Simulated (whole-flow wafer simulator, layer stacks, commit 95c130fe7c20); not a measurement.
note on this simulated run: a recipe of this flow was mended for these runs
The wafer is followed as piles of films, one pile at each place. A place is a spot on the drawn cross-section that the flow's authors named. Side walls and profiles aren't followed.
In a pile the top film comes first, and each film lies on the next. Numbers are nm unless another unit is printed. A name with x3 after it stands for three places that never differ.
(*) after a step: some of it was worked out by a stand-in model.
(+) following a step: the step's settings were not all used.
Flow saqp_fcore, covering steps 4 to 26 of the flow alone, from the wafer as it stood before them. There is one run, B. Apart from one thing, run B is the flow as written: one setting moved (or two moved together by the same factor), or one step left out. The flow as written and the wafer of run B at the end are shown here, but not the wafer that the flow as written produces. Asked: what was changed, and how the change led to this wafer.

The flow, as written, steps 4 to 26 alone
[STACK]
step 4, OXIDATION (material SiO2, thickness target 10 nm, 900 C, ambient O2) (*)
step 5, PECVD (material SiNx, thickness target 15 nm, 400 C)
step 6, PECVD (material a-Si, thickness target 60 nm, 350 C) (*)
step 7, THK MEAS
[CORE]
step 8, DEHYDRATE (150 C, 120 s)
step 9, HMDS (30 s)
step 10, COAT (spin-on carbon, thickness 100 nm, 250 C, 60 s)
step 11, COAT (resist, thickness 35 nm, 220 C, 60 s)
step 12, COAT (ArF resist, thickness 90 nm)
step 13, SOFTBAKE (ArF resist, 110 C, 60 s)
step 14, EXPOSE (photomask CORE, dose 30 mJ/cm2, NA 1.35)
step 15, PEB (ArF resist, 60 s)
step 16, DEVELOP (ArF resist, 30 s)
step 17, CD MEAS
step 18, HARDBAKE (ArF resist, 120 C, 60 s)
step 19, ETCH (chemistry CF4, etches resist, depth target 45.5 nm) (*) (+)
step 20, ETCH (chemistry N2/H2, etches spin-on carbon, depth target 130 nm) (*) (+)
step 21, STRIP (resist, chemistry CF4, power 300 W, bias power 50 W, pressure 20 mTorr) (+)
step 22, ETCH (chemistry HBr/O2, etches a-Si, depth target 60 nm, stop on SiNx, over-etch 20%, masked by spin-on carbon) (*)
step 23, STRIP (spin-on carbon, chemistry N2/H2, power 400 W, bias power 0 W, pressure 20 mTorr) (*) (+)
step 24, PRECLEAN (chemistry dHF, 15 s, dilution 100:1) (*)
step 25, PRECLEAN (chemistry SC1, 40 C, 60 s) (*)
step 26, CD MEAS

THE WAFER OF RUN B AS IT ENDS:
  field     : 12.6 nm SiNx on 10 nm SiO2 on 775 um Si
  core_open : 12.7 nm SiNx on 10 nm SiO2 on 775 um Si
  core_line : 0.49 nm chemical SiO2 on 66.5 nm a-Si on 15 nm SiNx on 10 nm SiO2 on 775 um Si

What caused this: step 6, PECVD: thickness target 67.2 nm was run, whereas the flow has thickness target 60 nm.

The path from the change to this, step by step:
  step 6, PECVD (material a-Si, thickness target 60 nm, 350 C) (*)
      field, core_open, core_line: +67.2 a-Si (new film) (it would be, as written: +60 a-Si (new film))
  step 22, ETCH (chemistry HBr/O2, etches a-Si, depth target 60 nm, stop on SiNx, over-etch 20%, masked by spin-on carbon) (*)
      field: -44 a-Si (all of it), -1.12 SiNx (it would be, as written: -36.8 a-Si (all of it), -1.41 SiNx)
      core_open: -46.6 a-Si (all of it), -1.02 SiNx (it would be, as written: -39.4 a-Si (all of it), -1.3 SiNx)
      (as well as at 1 more place)
  step 23, STRIP (spin-on carbon, chemistry N2/H2, power 400 W, bias power 0 W, pressure 20 mTorr) (*) (+)
      core_line: -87 spin-on carbon (all of it) (it would be, as written: -88.8 spin-on carbon (all of it))
